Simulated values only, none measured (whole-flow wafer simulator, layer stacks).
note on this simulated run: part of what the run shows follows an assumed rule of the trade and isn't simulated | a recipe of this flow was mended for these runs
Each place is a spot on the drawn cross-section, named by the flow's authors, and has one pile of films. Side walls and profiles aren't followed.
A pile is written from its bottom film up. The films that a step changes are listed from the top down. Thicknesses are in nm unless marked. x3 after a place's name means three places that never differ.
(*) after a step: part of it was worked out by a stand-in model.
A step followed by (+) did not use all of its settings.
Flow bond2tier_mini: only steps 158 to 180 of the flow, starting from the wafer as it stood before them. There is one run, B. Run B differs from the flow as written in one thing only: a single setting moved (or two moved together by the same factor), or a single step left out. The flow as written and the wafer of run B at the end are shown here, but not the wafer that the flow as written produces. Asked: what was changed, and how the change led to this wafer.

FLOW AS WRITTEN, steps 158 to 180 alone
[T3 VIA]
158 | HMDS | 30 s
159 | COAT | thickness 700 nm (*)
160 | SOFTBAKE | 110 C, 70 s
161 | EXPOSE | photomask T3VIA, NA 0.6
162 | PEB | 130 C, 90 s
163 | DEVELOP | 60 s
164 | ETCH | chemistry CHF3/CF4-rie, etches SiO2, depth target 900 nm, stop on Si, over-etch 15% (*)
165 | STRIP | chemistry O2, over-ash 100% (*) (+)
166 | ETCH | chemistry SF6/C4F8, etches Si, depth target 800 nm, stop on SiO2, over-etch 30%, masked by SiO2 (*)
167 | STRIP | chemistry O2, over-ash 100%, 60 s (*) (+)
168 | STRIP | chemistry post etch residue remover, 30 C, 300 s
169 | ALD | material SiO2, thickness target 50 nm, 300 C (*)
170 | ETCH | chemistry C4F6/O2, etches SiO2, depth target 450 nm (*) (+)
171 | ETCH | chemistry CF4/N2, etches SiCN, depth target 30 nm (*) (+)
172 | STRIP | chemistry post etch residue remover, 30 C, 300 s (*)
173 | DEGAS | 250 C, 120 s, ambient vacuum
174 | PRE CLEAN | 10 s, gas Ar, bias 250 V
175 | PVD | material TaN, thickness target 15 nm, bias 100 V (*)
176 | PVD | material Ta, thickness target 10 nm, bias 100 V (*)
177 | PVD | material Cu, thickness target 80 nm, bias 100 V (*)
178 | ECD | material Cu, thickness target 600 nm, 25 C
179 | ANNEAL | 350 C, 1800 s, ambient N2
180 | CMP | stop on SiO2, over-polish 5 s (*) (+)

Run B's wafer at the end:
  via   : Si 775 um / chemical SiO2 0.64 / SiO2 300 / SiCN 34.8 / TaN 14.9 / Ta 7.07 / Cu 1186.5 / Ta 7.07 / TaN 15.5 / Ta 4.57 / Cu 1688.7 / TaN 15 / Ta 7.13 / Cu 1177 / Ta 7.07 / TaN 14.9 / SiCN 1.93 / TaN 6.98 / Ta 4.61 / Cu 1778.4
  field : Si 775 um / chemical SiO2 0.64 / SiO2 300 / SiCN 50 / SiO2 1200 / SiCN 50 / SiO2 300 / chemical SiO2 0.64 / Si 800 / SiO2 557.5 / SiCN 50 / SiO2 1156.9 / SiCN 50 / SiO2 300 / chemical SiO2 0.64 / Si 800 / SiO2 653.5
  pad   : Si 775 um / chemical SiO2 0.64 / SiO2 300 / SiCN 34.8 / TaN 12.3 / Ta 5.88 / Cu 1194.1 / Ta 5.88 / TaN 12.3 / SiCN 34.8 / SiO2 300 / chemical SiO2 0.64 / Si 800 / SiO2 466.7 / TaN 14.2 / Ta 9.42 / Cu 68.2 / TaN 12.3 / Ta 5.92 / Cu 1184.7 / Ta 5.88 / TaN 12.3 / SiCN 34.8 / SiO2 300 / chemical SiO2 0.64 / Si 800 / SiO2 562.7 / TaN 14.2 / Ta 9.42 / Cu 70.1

The reason: step 169, ALD: thickness target 38 nm was run, though the flow has thickness target 50 nm; step 170, ETCH: depth target 342 nm was run, where the flow has depth target 450 nm.

Step by step, how the change led to this:
  169 | ALD | material SiO2, thickness target 50 nm, 300 C (*)
      field, pad, via: SiO2 gains 38 (as written it would have been: SiO2 gains 50)
  170 | ETCH | chemistry C4F6/O2, etches SiO2, depth target 450 nm (*) (+)
      field, pad: SiO2 loses 342 (as written it would have been: SiO2 loses 450)
      via: SiO2 loses 336.1 (all of it), SiCN loses 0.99 (as written it would have been: SiO2 loses 348.1 (all of it), SiCN loses 17.2)
  171 | ETCH | chemistry CF4/N2, etches SiCN, depth target 30 nm (*) (+)
      via: SiCN loses 30 (as written it would have been: SiCN loses 17.6 (all of it), TaN loses 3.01)
  174 | PRE CLEAN | 10 s, gas Ar, bias 250 V
      via: SiCN loses 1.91 (as written it would have been: TaN loses 3.19)
  175 | PVD | material TaN, thickness target 15 nm, bias 100 V (*)
      via: TaN gains 6.98 (new film) (as written it would have been: TaN gains 6.94)
  178 | ECD | material Cu, thickness target 600 nm, 25 C
      via: Cu gains 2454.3 (as written it would have been: Cu gains 2367)
Taking metal films that touch as one body, via has 2 bodies (between them, from the top down: SiCN 1.93); the flow as written gives 1 body.
